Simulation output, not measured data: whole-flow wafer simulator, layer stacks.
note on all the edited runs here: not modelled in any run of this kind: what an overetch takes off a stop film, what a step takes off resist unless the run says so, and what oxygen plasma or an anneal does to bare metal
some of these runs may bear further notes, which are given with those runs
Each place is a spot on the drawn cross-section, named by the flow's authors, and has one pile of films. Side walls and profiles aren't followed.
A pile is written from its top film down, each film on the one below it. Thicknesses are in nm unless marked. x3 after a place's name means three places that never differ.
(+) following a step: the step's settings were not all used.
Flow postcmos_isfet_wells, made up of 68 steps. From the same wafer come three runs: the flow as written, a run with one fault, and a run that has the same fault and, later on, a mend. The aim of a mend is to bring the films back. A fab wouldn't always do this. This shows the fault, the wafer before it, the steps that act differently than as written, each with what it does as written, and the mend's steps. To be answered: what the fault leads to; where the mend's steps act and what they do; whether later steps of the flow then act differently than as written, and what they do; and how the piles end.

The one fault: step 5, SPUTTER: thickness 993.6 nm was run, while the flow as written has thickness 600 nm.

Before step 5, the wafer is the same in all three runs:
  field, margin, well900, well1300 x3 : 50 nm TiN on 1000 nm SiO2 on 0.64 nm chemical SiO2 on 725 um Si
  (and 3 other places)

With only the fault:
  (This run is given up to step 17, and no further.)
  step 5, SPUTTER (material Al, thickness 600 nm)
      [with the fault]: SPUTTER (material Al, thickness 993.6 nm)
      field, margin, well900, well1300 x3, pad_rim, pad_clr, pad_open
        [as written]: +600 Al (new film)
        [with the fault]: +993.6 Al (new film)
  Steps later in the flow that act otherwise than as written:
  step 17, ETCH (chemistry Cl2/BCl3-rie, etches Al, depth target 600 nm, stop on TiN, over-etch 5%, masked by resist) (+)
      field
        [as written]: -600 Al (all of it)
        [with the fault]: -600 Al
  Once step 17 is done, the piles at field, margin, well900, well1300 x3, pad_rim, pad_clr, pad_open depart from the flow's by more than 2% or 0.5 nm, whichever is larger.
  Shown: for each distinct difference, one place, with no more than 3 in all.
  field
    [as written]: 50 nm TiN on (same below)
    [with the fault]: 393.6 nm Al on 50 nm TiN on (same below)
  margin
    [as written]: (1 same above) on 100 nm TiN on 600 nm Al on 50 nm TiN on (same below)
    [with the fault]: (1 same above) on 100 nm TiN on 993.6 nm Al on 50 nm TiN on (same below)

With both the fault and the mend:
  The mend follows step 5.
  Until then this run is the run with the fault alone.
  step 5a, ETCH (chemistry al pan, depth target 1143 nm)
      field, margin, well900, well1300 x3, pad_rim, pad_clr, pad_open
        -993.6 Al (all of it)
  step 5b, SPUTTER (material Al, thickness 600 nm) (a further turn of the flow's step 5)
      field, margin, well900, well1300 x3, pad_rim, pad_clr, pad_open
        +600 Al (new film)
  Later steps of the flow that are run all act as written at every place that is followed.
  At every place that both follow, the piles at the end match the flow's.
